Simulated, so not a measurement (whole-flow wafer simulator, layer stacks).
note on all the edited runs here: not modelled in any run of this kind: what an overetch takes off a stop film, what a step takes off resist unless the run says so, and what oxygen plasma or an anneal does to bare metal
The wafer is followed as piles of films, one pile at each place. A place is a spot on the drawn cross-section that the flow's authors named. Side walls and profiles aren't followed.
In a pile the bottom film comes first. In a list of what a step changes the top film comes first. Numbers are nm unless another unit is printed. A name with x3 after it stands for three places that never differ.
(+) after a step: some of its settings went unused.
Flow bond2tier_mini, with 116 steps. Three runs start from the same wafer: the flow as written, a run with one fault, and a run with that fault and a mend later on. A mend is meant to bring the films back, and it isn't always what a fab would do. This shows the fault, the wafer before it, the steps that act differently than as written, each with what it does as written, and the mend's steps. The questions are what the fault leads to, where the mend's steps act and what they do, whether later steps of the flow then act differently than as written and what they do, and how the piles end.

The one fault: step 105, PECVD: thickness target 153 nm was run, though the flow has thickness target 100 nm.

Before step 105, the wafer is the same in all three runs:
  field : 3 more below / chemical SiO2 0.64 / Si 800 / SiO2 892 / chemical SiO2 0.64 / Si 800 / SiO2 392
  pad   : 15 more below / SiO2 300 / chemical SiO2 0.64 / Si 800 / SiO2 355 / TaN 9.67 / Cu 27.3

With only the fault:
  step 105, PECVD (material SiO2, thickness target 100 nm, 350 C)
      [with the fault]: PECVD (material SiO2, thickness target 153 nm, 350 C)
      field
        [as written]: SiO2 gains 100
        [with the fault]: SiO2 gains 153
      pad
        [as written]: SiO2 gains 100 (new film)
        [with the fault]: SiO2 gains 153 (new film)
  Steps later in the flow that act otherwise than as written:
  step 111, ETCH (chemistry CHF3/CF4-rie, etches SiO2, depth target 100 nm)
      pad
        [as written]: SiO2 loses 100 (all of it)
        [with the fault]: SiO2 loses 100
  At field, pad, the piles at the end differ from the flow's by more than 2% or 0.5 nm, whichever is larger.
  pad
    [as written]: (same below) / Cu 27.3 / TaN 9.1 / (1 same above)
    [with the fault]: (same below) / Cu 27.3 / SiO2 53 / TaN 9.1 / (1 same above)
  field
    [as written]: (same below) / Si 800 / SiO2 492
    [with the fault]: (same below) / Si 800 / SiO2 545

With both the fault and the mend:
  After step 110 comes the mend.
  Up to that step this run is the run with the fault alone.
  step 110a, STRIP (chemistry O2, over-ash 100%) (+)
      field
        KrF resist loses 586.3 (all of it)
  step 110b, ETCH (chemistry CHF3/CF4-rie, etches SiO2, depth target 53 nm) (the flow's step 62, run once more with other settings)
      field, pad
        SiO2 loses 53
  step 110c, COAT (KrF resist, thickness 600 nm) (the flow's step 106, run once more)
      field, pad
        KrF resist gains 600 (new film)
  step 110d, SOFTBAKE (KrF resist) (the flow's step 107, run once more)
      does not change any film at any place that is followed
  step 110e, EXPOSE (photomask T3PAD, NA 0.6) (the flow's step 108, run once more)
      does not change any film at any place that is followed
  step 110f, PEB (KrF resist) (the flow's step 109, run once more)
      does not change any film at any place that is followed
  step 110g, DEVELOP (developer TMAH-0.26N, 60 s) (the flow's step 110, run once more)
      field
        KrF resist loses 13.7
      pad
        KrF resist loses 600 (all of it)
  Every later step of the flow that is run acts as written at every place that is followed.
  By the end, the piles equal the flow's at every place that both follow.
